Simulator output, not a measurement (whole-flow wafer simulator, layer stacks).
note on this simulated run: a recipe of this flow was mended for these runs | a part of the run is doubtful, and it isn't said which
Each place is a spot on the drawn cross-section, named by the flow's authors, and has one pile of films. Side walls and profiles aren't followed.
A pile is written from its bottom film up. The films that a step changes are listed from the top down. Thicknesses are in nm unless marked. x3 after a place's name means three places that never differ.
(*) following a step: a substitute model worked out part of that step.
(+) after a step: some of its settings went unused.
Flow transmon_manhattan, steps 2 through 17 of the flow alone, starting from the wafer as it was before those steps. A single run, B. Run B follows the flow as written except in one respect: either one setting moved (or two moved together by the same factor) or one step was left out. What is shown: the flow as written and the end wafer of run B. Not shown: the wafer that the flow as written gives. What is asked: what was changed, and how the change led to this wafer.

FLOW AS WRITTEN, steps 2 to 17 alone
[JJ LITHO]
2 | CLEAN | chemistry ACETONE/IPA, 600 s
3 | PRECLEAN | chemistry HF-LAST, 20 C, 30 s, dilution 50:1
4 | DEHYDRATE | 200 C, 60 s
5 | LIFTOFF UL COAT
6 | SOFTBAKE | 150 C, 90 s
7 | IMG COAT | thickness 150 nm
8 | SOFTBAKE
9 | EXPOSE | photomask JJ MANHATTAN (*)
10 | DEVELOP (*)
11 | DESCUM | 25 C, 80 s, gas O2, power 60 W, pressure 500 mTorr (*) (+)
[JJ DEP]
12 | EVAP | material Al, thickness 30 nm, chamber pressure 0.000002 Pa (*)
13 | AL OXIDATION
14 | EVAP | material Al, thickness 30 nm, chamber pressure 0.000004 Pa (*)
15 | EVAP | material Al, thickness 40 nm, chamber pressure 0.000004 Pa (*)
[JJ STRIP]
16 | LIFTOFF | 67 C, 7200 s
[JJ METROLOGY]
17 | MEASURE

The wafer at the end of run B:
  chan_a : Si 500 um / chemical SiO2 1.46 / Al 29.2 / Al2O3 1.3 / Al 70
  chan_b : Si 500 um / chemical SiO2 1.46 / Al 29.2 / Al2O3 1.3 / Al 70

What caused this: step 5, LIFTOFF UL COAT, was skipped.

Step by step, how the change led to this:
  10 | DEVELOP (*)
      chan_a, chan_b: -150 e-beam-resist (all of it) (in the flow as written it would be: -150 e-beam-resist (all of it), -500 copolymer-underlayer (all of it))
  11 | DESCUM | 25 C, 80 s, gas O2, power 60 W, pressure 500 mTorr (*) (+)
      chan_a, chan_b: +1.46 chemical SiO2 (new film), -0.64 Si (in the flow as written it would be: nothing)
  12 | EVAP | material Al, thickness 30 nm, chamber pressure 0.000002 Pa (*)
      chan_a: +30 Al (new film) (in the flow as written it would be: nothing)
  13 | AL OXIDATION
      chan_a: +1.3 Al2O3 (new film), -0.79 Al (in the flow as written it would be: nothing)
  14 | EVAP | material Al, thickness 30 nm, chamber pressure 0.000004 Pa (*)
      chan_b: +30 Al (new film) (in the flow as written it would be: nothing)
  15 | EVAP | material Al, thickness 40 nm, chamber pressure 0.000004 Pa (*)
      chan_b: +40 Al (in the flow as written it would be: nothing)
  16 | LIFTOFF | 67 C, 7200 s
      field: -70 Al (all of it), -1.3 Al2O3 (all of it), -29.2 Al (all of it), -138 e-beam-resist (all of it) (in the flow as written it would be: -70 Al (all of it), -1.3 Al2O3 (all of it), -29.2 Al (all of it), -138 e-beam-resist (all of it), -500 copolymer-underlayer (all of it))
Taking metal films that touch as one body, chan_a has 2 bodies (between them, from the top down: Al2O3 1.3); the flow as written gives 1 body.
Taking metal films that touch as one body, chan_b has 2 bodies (between them, from the top down: Al2O3 1.3); the flow as written gives 1 body.
